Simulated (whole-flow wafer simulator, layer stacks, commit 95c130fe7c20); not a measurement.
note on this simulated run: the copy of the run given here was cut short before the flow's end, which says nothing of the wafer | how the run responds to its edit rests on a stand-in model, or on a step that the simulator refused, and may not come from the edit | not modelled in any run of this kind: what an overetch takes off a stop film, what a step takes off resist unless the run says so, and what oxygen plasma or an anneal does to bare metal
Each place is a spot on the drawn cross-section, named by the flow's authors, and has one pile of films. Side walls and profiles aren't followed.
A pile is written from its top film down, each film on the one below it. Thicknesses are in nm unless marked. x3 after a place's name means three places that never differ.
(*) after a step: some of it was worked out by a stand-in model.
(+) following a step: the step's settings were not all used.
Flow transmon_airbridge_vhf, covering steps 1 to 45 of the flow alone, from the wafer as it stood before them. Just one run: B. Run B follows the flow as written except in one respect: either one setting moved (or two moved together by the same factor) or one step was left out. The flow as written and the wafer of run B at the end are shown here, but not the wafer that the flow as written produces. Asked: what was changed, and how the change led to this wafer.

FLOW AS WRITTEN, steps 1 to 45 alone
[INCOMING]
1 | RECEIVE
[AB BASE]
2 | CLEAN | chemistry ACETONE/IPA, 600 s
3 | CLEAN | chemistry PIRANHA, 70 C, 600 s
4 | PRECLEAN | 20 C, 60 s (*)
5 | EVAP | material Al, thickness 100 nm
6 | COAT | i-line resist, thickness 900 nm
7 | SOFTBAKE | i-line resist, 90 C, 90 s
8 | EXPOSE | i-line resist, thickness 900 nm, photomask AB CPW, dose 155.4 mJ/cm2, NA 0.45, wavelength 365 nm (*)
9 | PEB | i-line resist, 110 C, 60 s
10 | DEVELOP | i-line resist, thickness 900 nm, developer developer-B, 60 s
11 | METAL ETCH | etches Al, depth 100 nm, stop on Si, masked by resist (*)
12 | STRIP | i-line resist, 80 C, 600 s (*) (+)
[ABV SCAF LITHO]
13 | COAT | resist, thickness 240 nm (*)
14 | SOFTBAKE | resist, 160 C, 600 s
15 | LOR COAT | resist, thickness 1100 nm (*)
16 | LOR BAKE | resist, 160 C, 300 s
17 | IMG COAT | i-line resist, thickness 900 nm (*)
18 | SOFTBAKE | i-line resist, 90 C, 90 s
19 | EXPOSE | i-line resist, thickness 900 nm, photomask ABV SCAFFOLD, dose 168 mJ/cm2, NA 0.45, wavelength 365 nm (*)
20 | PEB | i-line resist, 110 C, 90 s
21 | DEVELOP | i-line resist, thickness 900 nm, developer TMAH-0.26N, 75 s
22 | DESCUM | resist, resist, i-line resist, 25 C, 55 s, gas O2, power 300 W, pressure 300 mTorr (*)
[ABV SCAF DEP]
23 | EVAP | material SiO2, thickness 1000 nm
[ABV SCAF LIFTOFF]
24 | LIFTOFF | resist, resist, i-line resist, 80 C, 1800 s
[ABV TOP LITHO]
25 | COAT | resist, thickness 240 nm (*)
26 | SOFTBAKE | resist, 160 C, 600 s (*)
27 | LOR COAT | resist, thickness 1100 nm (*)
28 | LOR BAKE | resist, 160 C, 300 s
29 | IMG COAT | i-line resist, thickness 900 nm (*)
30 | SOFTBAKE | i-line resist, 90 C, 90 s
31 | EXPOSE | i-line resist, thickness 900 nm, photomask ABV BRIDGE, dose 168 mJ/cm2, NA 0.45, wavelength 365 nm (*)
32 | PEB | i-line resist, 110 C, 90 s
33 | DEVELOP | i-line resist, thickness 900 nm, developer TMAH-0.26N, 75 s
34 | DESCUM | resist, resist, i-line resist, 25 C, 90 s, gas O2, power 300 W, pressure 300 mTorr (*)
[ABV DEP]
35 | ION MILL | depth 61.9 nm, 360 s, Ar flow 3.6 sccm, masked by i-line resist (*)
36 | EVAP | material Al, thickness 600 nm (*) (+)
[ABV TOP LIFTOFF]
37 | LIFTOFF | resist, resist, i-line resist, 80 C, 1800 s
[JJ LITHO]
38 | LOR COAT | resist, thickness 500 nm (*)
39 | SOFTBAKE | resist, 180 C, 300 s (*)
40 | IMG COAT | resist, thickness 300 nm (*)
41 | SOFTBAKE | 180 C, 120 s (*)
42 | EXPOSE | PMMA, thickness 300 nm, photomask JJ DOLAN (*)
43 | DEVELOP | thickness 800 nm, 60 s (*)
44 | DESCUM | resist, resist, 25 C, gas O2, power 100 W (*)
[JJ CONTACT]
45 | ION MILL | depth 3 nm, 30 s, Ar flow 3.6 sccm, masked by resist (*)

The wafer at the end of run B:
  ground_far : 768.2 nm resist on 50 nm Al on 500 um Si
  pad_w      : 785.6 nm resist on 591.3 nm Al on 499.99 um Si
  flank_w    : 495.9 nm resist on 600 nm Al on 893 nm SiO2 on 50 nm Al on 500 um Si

Cause: step 5, EVAP: thickness 50 nm was run, whereas the flow has thickness 100 nm.
The wafer itself shows it: ground_far has Al 50, and step 5 as written asks for 100 nm.

Step by step, how the change led to this:
  5 | EVAP | material Al, thickness 100 nm
      field x3, jj_line, ground_far and 12 more: Al gains 50 (new film) (as written it would have been: Al gains 100 (new film))
  11 | METAL ETCH | etches Al, depth 100 nm, stop on Si, masked by resist (*)
      ground_far, pad_w, flank_w and 8 more: i-line resist loses 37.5 (as written it would have been: i-line resist loses 50)
      field x3, jj_line, gap_w, gap_e: Al loses 50 (all of it) (as written it would have been: Al loses 100 (all of it))
  13 | COAT | resist, thickness 240 nm (*)
      flank_w, flank_e: resist gains 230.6 (new film) (as written it would have been: resist gains 222.3 (new film))
      gap_w, gap_e: resist gains 246.1 (new film) (as written it would have been: resist gains 251.7 (new film))
  22 | DESCUM | resist, resist, i-line resist, 25 C, 55 s, gas O2, power 300 W, pressure 300 mTorr (*)
      flank_w, flank_e: resist loses 230.6 (all of it) (as written it would have been: resist loses 222.3 (all of it))
      gap_w, gap_e: resist loses 246.1 (all of it) (as written it would have been: resist loses 251.7 (all of it))
  25 | COAT | resist, thickness 240 nm (*)
      flank_w, flank_e: resist gains 158.6 (new film) (as written it would have been: resist gains 152.6 (new film))
      gap_w, gap_e: resist gains 205.3 (new film) (as written it would have been: resist gains 210.7 (new film))
  32 | PEB | i-line resist, 110 C, 90 s
      gap_w, gap_e: i-line resist loses 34 (as written it would have been: i-line resist loses 34.7)
  34 | DESCUM | resist, resist, i-line resist, 25 C, 90 s, gas O2, power 300 W, pressure 300 mTorr (*)
      flank_w, flank_e: resist loses 158.6 (all of it) (as written it would have been: resist loses 152.6 (all of it))
      gap_w, gap_e: resist loses 205.3 (all of it) (as written it would have been: resist loses 210.7 (all of it))
  35 | ION MILL | depth 61.9 nm, 360 s, Ar flow 3.6 sccm, masked by i-line resist (*)
      pad_w, pad_e: Al loses 50 (all of it), Si loses 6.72 (as written it would have been: Al loses 61.9)
  36 | EVAP | material Al, thickness 600 nm (*) (+)
      pad_w, pad_e: Al gains 591.3 (new film) (as written it would have been: Al gains 591.2)
  40 | IMG COAT | resist, thickness 300 nm (*)
      flank_w, flank_e: resist gains 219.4 (as written it would have been: resist gains 212.1)
